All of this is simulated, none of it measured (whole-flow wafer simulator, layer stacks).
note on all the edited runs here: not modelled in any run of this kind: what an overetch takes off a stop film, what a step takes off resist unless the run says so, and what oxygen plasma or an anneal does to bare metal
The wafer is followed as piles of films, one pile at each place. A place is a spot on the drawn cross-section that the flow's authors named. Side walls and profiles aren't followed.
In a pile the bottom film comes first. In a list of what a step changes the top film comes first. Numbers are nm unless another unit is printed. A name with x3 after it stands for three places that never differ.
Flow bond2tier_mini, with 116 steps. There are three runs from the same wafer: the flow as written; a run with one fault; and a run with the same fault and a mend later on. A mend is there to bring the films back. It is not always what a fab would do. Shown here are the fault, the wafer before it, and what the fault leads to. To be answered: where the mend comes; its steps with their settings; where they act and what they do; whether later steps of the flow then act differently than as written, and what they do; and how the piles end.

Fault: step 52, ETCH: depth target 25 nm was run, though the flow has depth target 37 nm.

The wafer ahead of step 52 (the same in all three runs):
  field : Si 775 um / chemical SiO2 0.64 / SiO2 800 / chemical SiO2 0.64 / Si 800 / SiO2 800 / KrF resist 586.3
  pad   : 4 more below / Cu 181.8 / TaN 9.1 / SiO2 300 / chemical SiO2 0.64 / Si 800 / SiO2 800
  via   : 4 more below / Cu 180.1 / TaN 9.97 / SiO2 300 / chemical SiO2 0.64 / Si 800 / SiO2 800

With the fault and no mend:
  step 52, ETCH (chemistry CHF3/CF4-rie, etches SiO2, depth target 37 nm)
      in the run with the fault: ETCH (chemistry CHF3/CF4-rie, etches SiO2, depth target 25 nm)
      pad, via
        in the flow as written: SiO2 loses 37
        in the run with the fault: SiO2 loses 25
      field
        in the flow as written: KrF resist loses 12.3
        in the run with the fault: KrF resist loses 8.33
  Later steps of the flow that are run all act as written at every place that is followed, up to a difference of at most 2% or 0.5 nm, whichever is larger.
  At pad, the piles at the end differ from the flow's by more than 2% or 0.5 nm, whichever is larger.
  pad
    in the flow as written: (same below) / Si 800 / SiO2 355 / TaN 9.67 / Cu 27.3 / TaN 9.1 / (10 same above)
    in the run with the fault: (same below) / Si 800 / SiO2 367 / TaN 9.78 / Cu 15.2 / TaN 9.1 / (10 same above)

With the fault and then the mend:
  The mend follows step 52.
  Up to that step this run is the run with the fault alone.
  step 52a, ETCH (chemistry CHF3/CF4-rie, etches SiO2, depth target 12 nm) (a further turn of the flow's step 52, with different settings)
      pad, via
        SiO2 loses 12
      field
        KrF resist loses 4
  Later steps of the flow that are run all act as written at every place that is followed.
  The piles end the same as the flow's at every place that both follow.
